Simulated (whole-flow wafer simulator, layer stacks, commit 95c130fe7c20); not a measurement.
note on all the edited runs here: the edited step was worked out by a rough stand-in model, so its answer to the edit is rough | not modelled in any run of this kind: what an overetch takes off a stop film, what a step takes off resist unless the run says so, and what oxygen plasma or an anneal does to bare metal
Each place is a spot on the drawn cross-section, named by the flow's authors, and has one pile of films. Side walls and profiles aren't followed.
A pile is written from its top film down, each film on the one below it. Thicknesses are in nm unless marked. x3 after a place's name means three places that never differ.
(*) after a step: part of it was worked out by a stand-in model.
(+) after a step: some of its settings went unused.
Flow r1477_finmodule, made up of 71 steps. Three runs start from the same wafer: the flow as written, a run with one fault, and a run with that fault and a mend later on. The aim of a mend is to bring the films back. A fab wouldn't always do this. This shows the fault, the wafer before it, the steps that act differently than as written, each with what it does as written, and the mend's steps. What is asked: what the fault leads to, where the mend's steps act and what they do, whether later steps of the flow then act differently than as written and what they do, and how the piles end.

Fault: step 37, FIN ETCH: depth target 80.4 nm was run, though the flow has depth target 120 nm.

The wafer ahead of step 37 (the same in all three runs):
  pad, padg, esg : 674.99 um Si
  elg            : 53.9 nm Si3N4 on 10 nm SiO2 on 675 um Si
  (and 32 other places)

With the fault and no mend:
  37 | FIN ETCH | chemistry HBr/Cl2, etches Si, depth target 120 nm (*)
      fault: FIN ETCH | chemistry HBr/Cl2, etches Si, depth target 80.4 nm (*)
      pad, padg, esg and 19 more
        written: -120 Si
        fault: -80.4 Si
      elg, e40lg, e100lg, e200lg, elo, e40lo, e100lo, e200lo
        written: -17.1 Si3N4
        fault: -11.5 Si3N4
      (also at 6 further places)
  Later steps of the flow acting differently than as written (not shown: 3 more steps that differ only slightly, by at most 2% or 0.5 nm, whichever is larger):
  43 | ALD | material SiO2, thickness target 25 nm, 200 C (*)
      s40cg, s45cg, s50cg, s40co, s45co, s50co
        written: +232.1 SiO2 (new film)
        fault: +195.5 SiO2 (new film)
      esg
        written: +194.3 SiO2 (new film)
        fault: +160.3 SiO2 (new film)
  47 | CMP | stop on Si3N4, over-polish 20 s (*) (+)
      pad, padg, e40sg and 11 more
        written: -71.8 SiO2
        fault: -111.4 SiO2
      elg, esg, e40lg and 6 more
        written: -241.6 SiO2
        fault: -247.3 SiO2
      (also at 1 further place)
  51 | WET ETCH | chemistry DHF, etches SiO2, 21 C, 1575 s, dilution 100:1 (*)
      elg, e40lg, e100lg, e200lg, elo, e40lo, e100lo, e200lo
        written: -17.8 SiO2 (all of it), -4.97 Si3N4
        fault: -12.2 SiO2 (all of it), -5.43 Si3N4
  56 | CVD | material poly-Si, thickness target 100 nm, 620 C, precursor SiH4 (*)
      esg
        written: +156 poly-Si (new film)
        fault: +161.2 poly-Si (new film)
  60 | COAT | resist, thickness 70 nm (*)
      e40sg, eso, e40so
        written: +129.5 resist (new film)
        fault: +134.4 resist (new film)
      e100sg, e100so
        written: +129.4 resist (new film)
        fault: +134.3 resist (new film)
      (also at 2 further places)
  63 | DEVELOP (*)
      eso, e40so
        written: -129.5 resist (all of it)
        fault: -134.4 resist (all of it)
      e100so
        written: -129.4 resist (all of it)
        fault: -134.3 resist (all of it)
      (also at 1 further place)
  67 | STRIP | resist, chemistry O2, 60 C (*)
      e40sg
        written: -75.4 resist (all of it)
        fault: -80.2 resist (all of it)
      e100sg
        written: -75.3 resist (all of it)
        fault: -80.2 resist (all of it)
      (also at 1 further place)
  At pad, padg, elg and 27 more, the piles at the end differ from the flow's by more than 2% or 0.5 nm, whichever is larger.
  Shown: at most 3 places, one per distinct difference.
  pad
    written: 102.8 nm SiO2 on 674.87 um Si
    fault: 63.3 nm SiO2 on 674.91 um Si
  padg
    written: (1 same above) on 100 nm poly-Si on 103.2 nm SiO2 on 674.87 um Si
    fault: (1 same above) on 100 nm poly-Si on 63.8 nm SiO2 on 674.91 um Si
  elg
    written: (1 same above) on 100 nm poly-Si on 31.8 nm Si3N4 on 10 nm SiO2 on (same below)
    fault: (1 same above) on 100 nm poly-Si on 37 nm Si3N4 on 10 nm SiO2 on (same below)

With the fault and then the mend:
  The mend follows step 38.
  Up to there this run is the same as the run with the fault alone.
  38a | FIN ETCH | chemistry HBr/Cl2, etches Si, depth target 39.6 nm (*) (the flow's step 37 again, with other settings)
      pad, padg, esg and 19 more
        -39.6 Si
      elg, e40lg, e100lg, e200lg, elo, e40lo, e100lo, e200lo
        -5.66 Si3N4
      s40sg_line, s45sg_line, s50sg_line, s40so_line, s45so_line, s50so_line
        -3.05 SiO2
  None of the later steps of the flow acts differently than as written at any place that is followed.
  The piles end the same as the flow's at every place that both follow.
